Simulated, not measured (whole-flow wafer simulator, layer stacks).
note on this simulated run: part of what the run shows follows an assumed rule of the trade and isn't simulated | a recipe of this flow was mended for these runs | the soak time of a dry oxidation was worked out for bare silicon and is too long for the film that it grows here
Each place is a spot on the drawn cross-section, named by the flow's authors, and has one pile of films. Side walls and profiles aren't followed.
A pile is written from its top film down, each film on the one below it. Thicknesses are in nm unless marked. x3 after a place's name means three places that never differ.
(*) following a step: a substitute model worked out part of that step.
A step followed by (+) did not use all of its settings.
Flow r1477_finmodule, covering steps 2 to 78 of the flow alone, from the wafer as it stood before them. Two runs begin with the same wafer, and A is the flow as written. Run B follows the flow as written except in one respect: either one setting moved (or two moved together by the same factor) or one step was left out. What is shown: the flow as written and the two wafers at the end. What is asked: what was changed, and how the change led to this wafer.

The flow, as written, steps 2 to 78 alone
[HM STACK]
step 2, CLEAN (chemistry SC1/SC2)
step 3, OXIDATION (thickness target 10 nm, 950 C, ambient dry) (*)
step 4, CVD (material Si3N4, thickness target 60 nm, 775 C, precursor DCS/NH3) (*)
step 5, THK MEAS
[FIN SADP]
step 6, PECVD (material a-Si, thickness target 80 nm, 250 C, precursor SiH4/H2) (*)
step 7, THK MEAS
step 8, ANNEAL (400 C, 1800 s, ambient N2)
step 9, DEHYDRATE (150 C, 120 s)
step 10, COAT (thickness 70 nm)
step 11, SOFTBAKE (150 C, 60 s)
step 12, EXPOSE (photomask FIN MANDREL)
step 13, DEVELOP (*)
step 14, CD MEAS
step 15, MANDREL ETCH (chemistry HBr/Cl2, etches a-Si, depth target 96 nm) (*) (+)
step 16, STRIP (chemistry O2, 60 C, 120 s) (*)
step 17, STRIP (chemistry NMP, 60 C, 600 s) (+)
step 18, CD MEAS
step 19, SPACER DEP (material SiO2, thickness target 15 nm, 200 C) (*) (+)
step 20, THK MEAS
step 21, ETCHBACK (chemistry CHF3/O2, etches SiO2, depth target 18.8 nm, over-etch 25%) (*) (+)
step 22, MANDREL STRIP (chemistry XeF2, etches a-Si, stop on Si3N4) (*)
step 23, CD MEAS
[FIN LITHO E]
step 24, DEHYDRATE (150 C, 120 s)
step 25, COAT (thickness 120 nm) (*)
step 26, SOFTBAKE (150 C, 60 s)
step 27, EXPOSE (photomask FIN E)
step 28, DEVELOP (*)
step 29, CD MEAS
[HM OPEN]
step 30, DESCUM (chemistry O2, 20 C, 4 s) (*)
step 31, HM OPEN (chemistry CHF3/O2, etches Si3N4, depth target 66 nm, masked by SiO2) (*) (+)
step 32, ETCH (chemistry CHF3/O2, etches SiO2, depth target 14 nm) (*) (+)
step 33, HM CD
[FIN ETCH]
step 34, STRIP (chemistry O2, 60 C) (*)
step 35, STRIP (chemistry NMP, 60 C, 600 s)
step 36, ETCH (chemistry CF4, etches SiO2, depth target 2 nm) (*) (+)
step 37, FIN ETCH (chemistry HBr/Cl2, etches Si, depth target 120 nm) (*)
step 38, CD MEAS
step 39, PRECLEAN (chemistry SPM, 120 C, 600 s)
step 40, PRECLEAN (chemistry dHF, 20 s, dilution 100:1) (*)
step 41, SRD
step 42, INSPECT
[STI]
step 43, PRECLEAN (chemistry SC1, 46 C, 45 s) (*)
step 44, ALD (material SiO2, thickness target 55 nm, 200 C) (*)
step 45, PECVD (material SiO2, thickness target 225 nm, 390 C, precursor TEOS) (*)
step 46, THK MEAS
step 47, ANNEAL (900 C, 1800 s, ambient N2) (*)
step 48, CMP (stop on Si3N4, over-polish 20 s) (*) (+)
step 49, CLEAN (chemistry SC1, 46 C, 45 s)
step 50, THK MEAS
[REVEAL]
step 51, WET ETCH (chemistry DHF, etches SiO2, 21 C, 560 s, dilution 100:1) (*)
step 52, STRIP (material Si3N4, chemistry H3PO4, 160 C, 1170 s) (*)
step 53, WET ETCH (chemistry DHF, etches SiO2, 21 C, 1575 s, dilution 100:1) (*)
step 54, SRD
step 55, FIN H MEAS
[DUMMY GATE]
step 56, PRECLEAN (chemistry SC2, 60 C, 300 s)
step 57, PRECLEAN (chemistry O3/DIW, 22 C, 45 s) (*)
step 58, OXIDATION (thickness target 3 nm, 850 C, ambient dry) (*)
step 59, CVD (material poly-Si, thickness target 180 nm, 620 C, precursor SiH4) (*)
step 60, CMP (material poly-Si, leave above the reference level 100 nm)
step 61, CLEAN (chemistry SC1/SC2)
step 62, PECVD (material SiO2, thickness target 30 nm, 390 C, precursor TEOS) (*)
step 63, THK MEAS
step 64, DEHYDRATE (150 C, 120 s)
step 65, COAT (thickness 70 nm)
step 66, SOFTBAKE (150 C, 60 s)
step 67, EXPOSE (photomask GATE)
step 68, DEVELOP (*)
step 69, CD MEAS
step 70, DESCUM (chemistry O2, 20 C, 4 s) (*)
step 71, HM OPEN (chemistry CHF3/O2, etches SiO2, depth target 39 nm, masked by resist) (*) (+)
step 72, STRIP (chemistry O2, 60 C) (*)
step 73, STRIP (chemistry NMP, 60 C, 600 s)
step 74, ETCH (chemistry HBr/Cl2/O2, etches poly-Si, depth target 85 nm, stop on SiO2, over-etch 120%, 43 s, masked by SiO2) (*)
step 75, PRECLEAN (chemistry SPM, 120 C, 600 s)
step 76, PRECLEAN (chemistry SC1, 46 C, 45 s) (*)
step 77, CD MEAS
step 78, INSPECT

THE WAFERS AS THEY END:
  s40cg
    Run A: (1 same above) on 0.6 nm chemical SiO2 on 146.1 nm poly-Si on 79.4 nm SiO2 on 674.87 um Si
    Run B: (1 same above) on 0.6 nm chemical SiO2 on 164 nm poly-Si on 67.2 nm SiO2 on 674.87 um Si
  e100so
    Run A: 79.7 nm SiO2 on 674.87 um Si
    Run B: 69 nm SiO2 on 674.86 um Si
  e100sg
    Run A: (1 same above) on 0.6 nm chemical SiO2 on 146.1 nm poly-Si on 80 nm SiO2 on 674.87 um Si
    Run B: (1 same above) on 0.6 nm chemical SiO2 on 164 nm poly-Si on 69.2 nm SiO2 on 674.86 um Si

What caused this: step 4, CVD: thickness target 42 nm was run, whereas the flow has thickness target 60 nm.

The path from the change to this, step by step:
  step 4, CVD (material Si3N4, thickness target 60 nm, 775 C, precursor DCS/NH3) (*)
      pad, padg, elg x4 and 30 more: A Si3N4 gains 60 (new film) | B Si3N4 gains 42 (new film)
  step 31, HM OPEN (chemistry CHF3/O2, etches Si3N4, depth target 66 nm, masked by SiO2) (*) (+)
      pad, padg, esg and 13 more: A Si3N4 loses 54.1 (all of it), SiO2 loses 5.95 | B Si3N4 loses 36.1 (all of it), SiO2 loses 10 (all of it), Si loses 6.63
      s40cg, s45cg, s50cg, s40co, s45co, s50co: A Si3N4 loses 60 (all of it), SiO2 loses 3 | B Si3N4 loses 42 (all of it), SiO2 loses 10 (all of it), Si loses 4.67
  step 32, ETCH (chemistry CHF3/O2, etches SiO2, depth target 14 nm) (*) (+)
      pad, padg: A SiO2 loses 4.05 (all of it), Si loses 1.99 | B Si loses 2.8
      esg, eso: A SiO2 loses 4.05 (all of it), Si loses 1.99 | B Si loses 2.34
      (also at 18 further places)
  step 44, ALD (material SiO2, thickness target 55 nm, 200 C) (*)
      s40sg, s45sg, s50sg, s40so, s45so, s50so: A SiO2 gains 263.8 (new film) | B SiO2 gains 252.9 (new film)
      s40cg, s45cg, s40co, s45co: A SiO2 gains 263.2 (new film) | B SiO2 gains 250.9 (new film)
      (also at 10 further places)
  step 48, CMP (stop on Si3N4, over-polish 20 s) (*) (+)
      pad, padg: A SiO2 loses 79.4 | B SiO2 loses 90
  step 52, STRIP (material Si3N4, chemistry H3PO4, 160 C, 1170 s) (*)
      elg x4, elo x4: A Si3N4 loses 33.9 (all of it), SiO2 loses 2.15 | B Si3N4 loses 15.9 (all of it), SiO2 loses 2.71
      s40sg_line, s45sg_line, s50sg_line, s40so_line, s45so_line, s50so_line: A Si3N4 loses 55.1 (all of it), SiO2 loses 1.49 | B Si3N4 loses 37.1 (all of it), SiO2 loses 2.05
  step 53, WET ETCH (chemistry DHF, etches SiO2, 21 C, 1575 s, dilution 100:1) (*)
      elg x4, elo x4: A SiO2 loses 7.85 (all of it) | B SiO2 loses 7.29 (all of it)
      s40sg_line, s45sg_line, s50sg_line, s40so_line, s45so_line, s50so_line: A SiO2 loses 8.51 (all of it) | B SiO2 loses 7.95 (all of it)
  step 59, CVD (material poly-Si, thickness target 180 nm, 620 C, precursor SiH4) (*)
      esg, e40sg, e100sg and 15 more: A poly-Si gains 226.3 (new film) | B poly-Si gains 244.3 (new film)
      e200sg, e200so: A poly-Si gains 219.2 (new film) | B poly-Si gains 244.3 (new film)
  step 60, CMP (material poly-Si, leave above the reference level 100 nm)
      pad, padg: A poly-Si loses 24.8 | B poly-Si loses 6.78
      e200sg, e200so: A poly-Si loses 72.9 | B poly-Si loses 80
  step 74, ETCH (chemistry HBr/Cl2/O2, etches poly-Si, depth target 85 nm, stop on SiO2, over-etch 120%, 43 s, masked by SiO2) (*)
      eso, e40so, e100so and 7 more: A chemical SiO2 loses 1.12 (all of it), poly-Si loses 143.9 (all of it), SiO2 loses 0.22 | B chemical SiO2 loses 1.12 (all of it), poly-Si loses 161.9 (all of it), SiO2 loses 0.13
      pad: A chemical SiO2 loses 1.12 (all of it), poly-Si loses 152.8 (all of it), SiO2 loses 0.17 | B chemical SiO2 loses 1.12 (all of it), poly-Si loses 170.8 (all of it), SiO2 loses 0.08
